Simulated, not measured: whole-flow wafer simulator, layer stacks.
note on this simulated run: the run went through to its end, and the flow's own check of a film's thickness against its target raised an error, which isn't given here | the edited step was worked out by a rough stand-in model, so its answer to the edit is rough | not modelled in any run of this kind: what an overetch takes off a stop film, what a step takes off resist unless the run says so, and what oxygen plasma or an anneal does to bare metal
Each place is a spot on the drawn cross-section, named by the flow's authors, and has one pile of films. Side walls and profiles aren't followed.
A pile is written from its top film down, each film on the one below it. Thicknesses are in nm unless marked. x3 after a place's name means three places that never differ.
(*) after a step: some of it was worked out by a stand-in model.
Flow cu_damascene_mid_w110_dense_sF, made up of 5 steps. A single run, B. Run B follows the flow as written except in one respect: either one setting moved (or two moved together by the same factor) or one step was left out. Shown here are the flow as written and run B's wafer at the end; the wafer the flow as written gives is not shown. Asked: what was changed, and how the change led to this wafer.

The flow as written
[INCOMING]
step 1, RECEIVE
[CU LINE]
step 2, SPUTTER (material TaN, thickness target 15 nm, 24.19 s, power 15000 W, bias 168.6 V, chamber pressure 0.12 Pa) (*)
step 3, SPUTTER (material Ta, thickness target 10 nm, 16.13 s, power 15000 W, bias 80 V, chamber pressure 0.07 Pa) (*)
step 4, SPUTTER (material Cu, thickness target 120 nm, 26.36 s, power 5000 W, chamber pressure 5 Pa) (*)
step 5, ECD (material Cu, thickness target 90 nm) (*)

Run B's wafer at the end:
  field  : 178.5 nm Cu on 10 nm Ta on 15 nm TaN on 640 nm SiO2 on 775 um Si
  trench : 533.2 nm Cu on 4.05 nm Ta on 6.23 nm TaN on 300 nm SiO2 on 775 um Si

The reason: step 5, ECD: thickness target 58.5 nm was run, while the flow as written has thickness target 90 nm.

Step by step, how the change led to this:
  step 5, ECD (material Cu, thickness target 90 nm) (*)
      field: +58.5 Cu (as written it would have been: +90 Cu)
      trench: +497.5 Cu (as written it would have been: +529 Cu)
